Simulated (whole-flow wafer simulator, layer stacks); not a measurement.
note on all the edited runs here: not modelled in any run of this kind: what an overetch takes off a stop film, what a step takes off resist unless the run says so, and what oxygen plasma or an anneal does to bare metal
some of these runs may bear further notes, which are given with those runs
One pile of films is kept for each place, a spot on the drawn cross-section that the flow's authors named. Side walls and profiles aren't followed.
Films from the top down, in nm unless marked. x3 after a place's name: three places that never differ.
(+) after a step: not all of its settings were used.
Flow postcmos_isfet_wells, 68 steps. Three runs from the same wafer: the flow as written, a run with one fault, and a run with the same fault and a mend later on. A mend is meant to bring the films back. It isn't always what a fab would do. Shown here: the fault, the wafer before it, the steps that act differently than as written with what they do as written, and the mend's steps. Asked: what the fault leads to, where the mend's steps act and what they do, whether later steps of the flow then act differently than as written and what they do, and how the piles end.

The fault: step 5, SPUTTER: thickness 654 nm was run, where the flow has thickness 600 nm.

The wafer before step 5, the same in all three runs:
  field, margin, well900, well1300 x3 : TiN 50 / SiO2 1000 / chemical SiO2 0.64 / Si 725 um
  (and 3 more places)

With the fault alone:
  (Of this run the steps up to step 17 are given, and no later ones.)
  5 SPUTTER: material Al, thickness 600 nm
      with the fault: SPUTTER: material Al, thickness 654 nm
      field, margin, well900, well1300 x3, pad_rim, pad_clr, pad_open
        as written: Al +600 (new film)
        with the fault: Al +654 (new film)
  Later steps of the flow that act differently than as written:
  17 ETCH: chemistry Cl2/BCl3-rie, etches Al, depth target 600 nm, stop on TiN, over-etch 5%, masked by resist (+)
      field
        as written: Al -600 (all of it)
        with the fault: Al -600
  After step 17 the piles differ from the flow's by more than 2% or 0.5 nm, whichever is larger, at field, margin, well900, well1300 x3, pad_rim, pad_clr, pad_open.
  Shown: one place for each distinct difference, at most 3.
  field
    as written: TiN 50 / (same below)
    with the fault: Al 54 / TiN 50 / (same below)
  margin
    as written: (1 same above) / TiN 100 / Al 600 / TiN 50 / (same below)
    with the fault: (1 same above) / TiN 100 / Al 654 / TiN 50 / (same below)

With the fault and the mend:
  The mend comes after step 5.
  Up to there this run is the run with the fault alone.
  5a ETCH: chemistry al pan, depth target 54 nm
      field, margin, well900, well1300 x3, pad_rim, pad_clr, pad_open
        Al -54
  No later step of the flow acts differently than as written at any place that is followed.
  At the end the piles are the same as the flow's at every place that both follow.
